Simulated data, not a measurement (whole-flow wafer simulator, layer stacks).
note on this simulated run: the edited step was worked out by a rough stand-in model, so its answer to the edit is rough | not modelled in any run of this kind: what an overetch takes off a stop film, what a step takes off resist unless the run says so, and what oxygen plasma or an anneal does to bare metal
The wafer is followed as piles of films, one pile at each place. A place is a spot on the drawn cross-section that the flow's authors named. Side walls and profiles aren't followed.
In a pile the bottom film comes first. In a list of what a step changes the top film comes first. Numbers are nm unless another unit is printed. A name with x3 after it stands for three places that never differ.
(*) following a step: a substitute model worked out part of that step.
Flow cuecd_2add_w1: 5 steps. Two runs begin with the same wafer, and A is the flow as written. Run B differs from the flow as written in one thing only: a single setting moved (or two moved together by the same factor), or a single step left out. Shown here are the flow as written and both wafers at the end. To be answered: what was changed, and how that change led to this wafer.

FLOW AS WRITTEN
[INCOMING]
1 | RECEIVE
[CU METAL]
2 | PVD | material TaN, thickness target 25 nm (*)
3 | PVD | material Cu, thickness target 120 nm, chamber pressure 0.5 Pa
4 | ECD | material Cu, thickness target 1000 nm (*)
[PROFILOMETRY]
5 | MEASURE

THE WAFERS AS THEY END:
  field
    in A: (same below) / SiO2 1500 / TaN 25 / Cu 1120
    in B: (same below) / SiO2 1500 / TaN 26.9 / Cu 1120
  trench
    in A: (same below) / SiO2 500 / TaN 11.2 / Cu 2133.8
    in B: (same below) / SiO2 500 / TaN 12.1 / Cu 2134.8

Cause: step 2, PVD: thickness target 26.9 nm was run, while the flow as written has thickness target 25 nm.
The wafer itself shows it: field has TaN 26.9, and step 2 as written asks for 25 nm.

The path from the change to this, step by step:
  2 | PVD | material TaN, thickness target 25 nm (*)
      field: A TaN gains 25 (new film) | B TaN gains 26.9 (new film)
      trench: A TaN gains 11.2 (new film) | B TaN gains 12.1 (new film)
